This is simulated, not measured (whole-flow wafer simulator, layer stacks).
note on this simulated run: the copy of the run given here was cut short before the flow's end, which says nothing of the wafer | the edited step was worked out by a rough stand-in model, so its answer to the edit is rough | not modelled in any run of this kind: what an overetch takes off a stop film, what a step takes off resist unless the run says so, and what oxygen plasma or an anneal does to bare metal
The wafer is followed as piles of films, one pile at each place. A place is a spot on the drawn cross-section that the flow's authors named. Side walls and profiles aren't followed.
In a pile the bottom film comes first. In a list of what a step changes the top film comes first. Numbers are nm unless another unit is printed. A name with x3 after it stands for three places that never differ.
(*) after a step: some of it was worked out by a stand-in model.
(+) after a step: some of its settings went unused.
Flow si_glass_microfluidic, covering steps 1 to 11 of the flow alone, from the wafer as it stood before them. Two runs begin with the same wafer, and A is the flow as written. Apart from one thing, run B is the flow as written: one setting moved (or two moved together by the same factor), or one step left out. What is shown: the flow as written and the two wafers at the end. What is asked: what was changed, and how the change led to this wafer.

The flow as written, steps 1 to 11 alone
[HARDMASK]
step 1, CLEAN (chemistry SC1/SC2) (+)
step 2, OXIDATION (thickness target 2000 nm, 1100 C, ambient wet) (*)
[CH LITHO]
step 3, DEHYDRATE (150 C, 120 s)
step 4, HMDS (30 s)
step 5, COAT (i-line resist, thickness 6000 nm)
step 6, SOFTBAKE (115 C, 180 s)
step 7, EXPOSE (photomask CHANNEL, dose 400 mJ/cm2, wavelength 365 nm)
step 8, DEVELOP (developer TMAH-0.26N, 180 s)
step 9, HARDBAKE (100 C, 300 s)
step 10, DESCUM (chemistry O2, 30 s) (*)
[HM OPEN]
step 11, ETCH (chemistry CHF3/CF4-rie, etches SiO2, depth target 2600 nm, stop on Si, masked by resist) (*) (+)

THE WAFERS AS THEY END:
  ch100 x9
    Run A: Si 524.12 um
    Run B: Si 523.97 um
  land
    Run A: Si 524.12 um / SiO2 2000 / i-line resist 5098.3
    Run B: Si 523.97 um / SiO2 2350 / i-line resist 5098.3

The reason: step 2, OXIDATION: thickness target 2350 nm was run, while the flow as written has thickness target 2000 nm.
One can read it off the wafer: land has SiO2 2350, and step 2 as written asks for 2000 nm.

Step by step, how the change led to this:
  step 2, OXIDATION (thickness target 2000 nm, 1100 C, ambient wet) (*)
      land, ch100 x9: A +2000 SiO2 (new film), -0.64 chemical SiO2 (all of it), -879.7 Si | B +2350 SiO2 (new film), -0.64 chemical SiO2 (all of it), -1033.7 Si
  step 11, ETCH (chemistry CHF3/CF4-rie, etches SiO2, depth target 2600 nm, stop on Si, masked by resist) (*) (+)
      ch100 x9: A -2000 SiO2 (all of it) | B -2350 SiO2 (all of it)
